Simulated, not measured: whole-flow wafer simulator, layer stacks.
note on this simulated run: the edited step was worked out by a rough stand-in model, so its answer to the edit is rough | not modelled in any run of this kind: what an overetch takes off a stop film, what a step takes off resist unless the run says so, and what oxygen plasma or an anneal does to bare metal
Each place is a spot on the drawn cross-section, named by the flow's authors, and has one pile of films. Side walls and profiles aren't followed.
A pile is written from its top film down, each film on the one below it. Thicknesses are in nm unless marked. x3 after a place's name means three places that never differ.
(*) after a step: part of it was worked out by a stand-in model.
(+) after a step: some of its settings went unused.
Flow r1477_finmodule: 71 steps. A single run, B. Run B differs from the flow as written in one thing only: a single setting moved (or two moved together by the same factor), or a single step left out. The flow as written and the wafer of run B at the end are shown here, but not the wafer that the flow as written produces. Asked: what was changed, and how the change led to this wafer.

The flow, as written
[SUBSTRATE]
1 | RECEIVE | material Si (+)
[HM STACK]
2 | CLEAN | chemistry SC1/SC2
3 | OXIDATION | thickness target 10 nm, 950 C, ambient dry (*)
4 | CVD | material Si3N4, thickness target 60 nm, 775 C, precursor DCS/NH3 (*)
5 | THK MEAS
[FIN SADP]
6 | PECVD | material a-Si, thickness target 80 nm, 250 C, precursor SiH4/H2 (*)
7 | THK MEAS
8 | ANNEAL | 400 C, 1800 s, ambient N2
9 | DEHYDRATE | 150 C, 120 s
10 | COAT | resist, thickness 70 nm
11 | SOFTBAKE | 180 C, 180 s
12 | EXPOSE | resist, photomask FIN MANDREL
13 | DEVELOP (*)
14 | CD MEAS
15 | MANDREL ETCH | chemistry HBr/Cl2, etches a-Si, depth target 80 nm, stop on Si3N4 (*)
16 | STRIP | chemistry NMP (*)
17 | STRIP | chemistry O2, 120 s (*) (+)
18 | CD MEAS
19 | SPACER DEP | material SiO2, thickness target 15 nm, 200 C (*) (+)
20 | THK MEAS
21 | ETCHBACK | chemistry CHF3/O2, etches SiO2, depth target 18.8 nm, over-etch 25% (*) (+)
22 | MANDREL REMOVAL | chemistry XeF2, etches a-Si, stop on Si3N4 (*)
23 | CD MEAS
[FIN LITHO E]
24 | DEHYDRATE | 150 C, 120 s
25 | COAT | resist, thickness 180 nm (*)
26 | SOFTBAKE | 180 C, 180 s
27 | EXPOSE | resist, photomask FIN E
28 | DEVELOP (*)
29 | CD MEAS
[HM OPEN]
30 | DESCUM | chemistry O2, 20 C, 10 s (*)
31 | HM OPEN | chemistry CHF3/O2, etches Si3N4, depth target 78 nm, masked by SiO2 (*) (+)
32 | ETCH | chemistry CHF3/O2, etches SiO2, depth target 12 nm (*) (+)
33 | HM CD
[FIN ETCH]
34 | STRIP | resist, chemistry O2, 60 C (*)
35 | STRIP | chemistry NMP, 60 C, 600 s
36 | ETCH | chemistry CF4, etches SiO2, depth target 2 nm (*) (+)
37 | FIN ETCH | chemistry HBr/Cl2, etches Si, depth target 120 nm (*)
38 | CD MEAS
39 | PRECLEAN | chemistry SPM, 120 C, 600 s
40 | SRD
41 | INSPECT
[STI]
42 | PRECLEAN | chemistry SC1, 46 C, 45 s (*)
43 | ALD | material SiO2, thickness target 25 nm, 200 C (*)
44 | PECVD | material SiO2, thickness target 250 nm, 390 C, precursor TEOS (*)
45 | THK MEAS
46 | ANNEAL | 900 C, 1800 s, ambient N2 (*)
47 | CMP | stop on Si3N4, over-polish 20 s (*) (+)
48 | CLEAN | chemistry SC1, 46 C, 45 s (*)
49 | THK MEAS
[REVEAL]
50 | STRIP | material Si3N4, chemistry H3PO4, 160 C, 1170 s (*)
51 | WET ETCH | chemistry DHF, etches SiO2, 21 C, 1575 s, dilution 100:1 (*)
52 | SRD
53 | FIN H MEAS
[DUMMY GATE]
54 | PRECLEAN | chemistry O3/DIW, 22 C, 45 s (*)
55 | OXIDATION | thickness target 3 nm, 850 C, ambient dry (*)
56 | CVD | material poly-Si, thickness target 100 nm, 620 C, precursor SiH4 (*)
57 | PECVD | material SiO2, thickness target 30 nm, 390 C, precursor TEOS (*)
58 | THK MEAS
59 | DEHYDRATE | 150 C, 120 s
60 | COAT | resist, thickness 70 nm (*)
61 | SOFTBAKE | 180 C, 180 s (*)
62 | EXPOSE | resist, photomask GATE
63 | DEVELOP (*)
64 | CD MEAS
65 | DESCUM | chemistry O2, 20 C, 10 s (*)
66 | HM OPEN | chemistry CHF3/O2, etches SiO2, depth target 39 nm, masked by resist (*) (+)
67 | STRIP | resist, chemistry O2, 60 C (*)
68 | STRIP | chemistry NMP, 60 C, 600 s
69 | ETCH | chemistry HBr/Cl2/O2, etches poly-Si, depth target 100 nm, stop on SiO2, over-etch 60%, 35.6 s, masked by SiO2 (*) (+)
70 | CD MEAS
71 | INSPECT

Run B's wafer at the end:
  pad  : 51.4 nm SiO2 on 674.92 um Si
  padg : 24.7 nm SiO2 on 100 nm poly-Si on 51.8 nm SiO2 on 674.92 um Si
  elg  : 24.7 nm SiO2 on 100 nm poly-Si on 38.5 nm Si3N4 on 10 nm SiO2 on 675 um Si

What caused this: step 37, FIN ETCH: depth target 68.4 nm was run, though the flow has depth target 120 nm.

Step by step, how the change led to this:
  37 | FIN ETCH | chemistry HBr/Cl2, etches Si, depth target 120 nm (*)
      pad, padg, esg and 19 more: -68.4 Si (as written it would have been: -120 Si)
      elg, e40lg, e100lg, e200lg, elo, e40lo, e100lo, e200lo: -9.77 Si3N4 (as written it would have been: -17.1 Si3N4)
      (as well as at 6 more places)
  43 | ALD | material SiO2, thickness target 25 nm, 200 C (*)
      s40cg, s45cg, s50cg, s40co, s45co, s50co: +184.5 SiO2 (new film) (as written it would have been: +232.1 SiO2 (new film))
      esg: +150 SiO2 (new film) (as written it would have been: +194.3 SiO2 (new film))
  47 | CMP | stop on Si3N4, over-polish 20 s (*) (+)
      pad, padg, e40sg and 11 more: -123.4 SiO2 (as written it would have been: -71.8 SiO2)
      elg, esg, e40lg and 6 more: -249 SiO2 (as written it would have been: -241.6 SiO2)
      (as well as at 1 more place)
  51 | WET ETCH | chemistry DHF, etches SiO2, 21 C, 1575 s, dilution 100:1 (*)
      elg, e40lg, e100lg, e200lg, elo, e40lo, e100lo, e200lo: -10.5 SiO2 (all of it), -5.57 Si3N4 (as written it would have been: -17.8 SiO2 (all of it), -4.97 Si3N4)
  56 | CVD | material poly-Si, thickness target 100 nm, 620 C, precursor SiH4 (*)
      esg: +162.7 poly-Si (new film) (as written it would have been: +156 poly-Si (new film))
  60 | COAT | resist, thickness 70 nm (*)
      e40sg, eso, e40so: +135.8 resist (new film) (as written it would have been: +129.5 resist (new film))
      e100sg, e100so: +135.8 resist (new film) (as written it would have been: +129.4 resist (new film))
      (as well as at 2 more places)
  63 | DEVELOP (*)
      eso, e40so: -135.8 resist (all of it) (as written it would have been: -129.5 resist (all of it))
      e100so: -135.8 resist (all of it) (as written it would have been: -129.4 resist (all of it))
      (as well as at 1 more place)
  67 | STRIP | resist, chemistry O2, 60 C (*)
      e40sg: -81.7 resist (all of it) (as written it would have been: -75.4 resist (all of it))
      e100sg: -81.7 resist (all of it) (as written it would have been: -75.3 resist (all of it))
      (as well as at 1 more place)
